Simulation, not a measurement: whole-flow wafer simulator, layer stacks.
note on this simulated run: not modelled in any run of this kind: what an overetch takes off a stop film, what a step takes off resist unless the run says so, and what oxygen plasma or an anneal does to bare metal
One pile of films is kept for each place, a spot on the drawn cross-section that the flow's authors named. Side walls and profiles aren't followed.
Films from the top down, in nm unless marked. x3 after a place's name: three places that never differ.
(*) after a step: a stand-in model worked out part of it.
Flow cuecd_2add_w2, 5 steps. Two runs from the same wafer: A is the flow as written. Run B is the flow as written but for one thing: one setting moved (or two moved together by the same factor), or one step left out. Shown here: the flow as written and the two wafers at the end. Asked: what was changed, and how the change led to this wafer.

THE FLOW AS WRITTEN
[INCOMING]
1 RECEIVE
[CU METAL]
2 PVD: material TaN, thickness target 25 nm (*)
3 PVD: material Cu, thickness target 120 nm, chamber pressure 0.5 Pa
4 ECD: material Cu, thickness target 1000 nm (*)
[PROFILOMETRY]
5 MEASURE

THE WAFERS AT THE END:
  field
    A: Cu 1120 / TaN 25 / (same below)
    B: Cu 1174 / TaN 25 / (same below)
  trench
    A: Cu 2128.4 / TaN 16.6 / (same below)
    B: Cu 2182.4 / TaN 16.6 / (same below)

The cause: step 3, PVD: thickness target 174 nm was run, where the flow has thickness target 120 nm.

How the change led to this, step by step:
  3 PVD: material Cu, thickness target 120 nm, chamber pressure 0.5 Pa
      field: A Cu +120 (new film) | B Cu +174 (new film)
      trench: A Cu +80.8 (new film) | B Cu +116.8 (new film)
